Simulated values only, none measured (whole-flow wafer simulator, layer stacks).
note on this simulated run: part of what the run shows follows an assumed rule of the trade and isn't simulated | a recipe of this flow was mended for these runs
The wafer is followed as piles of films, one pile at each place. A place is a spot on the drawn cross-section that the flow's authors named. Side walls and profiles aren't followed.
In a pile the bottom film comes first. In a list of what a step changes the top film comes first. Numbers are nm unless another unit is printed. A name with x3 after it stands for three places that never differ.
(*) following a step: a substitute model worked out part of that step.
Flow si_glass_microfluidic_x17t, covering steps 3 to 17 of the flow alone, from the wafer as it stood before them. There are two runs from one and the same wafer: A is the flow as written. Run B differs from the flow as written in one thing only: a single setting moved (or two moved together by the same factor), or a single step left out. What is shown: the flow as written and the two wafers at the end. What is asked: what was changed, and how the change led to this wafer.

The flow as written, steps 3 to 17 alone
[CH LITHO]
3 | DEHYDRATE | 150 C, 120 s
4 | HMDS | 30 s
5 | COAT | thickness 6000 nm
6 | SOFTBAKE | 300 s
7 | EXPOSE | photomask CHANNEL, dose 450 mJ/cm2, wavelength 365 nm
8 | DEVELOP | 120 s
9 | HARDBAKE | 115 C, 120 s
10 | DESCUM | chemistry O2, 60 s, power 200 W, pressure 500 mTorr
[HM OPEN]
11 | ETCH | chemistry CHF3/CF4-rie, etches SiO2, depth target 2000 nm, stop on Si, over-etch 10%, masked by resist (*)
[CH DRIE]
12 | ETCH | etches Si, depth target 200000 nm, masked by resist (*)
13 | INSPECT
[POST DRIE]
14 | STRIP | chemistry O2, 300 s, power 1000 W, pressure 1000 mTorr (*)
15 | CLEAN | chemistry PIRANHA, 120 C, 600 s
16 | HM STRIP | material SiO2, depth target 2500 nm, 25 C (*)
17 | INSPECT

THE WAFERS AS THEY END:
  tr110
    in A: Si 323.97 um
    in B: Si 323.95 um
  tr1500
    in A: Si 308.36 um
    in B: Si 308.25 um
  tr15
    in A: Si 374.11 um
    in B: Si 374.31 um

The reason: step 5, COAT: thickness 6720 nm was run, though the flow has thickness 6000 nm; step 11, ETCH: depth target 2240 nm was run, where the flow has depth target 2000 nm.

How this came from the change, step by step:
  5 | COAT | thickness 6000 nm
      land, tr110, tr1500, tr15: A +6000 thick-i-line-resist (new film) | B +6720 thick-i-line-resist (new film)
  8 | DEVELOP | 120 s
      tr110, tr1500, tr15: A -6000 thick-i-line-resist (all of it) | B -6720 thick-i-line-resist (all of it)
  9 | HARDBAKE | 115 C, 120 s
      land: A -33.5 thick-i-line-resist | B -39.5 thick-i-line-resist
  11 | ETCH | chemistry CHF3/CF4-rie, etches SiO2, depth target 2000 nm, stop on Si, over-etch 10%, masked by resist (*)
      tr110, tr1500, tr15: A -2000 SiO2 (all of it), -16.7 Si | B -2000 SiO2 (all of it), -38.7 Si
      land: A -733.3 thick-i-line-resist | B -821.3 thick-i-line-resist
  12 | ETCH | etches Si, depth target 200000 nm, masked by resist (*)
      tr1500: A -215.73 um Si | B -215.83 um Si
      tr15: A -149.99 um Si | B -149.76 um Si
  14 | STRIP | chemistry O2, 300 s, power 1000 W, pressure 1000 mTorr (*)
      land: A -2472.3 thick-i-line-resist (all of it) | B -3097.2 thick-i-line-resist (all of it)
